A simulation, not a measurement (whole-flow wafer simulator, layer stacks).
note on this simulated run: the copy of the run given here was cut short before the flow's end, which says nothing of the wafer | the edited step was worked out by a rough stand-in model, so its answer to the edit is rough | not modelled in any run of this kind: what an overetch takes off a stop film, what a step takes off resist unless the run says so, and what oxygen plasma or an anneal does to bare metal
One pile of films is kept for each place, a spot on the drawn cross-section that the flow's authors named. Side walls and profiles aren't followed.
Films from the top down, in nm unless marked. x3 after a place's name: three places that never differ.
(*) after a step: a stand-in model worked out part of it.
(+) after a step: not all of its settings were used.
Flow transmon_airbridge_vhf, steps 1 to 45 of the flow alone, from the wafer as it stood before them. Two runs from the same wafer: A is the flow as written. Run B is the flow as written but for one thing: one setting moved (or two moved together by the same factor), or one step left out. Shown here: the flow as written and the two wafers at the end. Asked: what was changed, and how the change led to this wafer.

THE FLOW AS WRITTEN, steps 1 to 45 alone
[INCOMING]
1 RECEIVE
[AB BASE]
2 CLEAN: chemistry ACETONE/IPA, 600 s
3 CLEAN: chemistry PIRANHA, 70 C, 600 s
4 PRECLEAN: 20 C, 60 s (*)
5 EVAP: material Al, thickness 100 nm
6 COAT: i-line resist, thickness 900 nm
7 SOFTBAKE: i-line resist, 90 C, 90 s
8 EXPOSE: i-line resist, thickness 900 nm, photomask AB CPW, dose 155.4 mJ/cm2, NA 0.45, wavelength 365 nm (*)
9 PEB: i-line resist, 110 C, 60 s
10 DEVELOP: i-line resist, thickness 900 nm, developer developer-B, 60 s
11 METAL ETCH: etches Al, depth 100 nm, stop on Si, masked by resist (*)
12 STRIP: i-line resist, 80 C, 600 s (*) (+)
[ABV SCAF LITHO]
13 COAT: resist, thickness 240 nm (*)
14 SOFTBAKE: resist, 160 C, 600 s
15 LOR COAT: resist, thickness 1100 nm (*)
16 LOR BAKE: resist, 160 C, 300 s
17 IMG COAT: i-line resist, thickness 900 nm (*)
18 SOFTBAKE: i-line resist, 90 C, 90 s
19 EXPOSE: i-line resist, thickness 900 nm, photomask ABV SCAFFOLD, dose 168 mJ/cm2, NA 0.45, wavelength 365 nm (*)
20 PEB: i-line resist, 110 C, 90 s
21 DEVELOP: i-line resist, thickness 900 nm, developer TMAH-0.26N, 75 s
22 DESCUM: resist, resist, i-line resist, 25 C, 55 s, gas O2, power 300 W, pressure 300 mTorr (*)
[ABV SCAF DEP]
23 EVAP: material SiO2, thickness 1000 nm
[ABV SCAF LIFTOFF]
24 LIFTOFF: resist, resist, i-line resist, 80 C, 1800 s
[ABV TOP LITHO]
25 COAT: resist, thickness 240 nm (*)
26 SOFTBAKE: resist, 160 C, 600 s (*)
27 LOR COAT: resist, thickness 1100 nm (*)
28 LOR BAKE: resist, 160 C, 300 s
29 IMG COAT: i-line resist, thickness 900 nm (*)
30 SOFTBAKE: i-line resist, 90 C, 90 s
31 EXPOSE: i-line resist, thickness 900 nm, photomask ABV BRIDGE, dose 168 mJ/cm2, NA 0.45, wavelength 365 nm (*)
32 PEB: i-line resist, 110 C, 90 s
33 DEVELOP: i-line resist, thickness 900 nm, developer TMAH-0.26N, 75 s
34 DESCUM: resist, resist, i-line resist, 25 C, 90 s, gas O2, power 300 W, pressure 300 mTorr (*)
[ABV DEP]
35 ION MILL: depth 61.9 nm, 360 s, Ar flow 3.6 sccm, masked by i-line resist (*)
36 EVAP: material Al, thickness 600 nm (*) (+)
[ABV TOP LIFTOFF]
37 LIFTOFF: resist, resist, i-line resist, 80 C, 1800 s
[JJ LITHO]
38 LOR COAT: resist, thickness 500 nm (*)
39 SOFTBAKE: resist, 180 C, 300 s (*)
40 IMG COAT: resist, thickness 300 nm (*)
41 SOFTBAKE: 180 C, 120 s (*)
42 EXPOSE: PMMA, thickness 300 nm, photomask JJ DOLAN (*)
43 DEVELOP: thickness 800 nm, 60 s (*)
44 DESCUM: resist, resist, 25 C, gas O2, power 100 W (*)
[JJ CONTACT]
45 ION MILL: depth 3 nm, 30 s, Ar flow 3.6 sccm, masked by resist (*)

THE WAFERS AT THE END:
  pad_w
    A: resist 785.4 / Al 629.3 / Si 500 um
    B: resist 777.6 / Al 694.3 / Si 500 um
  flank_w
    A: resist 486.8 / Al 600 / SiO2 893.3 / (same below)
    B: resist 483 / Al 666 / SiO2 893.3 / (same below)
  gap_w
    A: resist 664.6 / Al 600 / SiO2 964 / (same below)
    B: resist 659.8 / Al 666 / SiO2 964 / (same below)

The cause: step 36, EVAP: thickness 666 nm was run, where the flow has thickness 600 nm.
It can be read off the wafer: flank_w has Al 666, and step 36 as written asks for 600 nm.

How the change led to this, step by step:
  36 EVAP: material Al, thickness 600 nm (*) (+)
      field x3, jj_line, ground_far and 10 more: A Al +600 (new film) | B Al +666 (new film)
      pad_w, pad_e: A Al +591.2 | B Al +656.3
  37 LIFTOFF: resist, resist, i-line resist, 80 C, 1800 s
      field x3, jj_line, trace_open_s x2: A Al -600 (all of it), i-line resist -600 (all of it), resist -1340 (all of it) | B Al -666 (all of it), i-line resist -600 (all of it), resist -1340 (all of it)
      margin_s, margin_n: A Al -600 (all of it), i-line resist -318.3 (all of it), resist -992 (all of it) | B Al -666 (all of it), i-line resist -318.3 (all of it), resist -992 (all of it)
      (and at 1 more place)
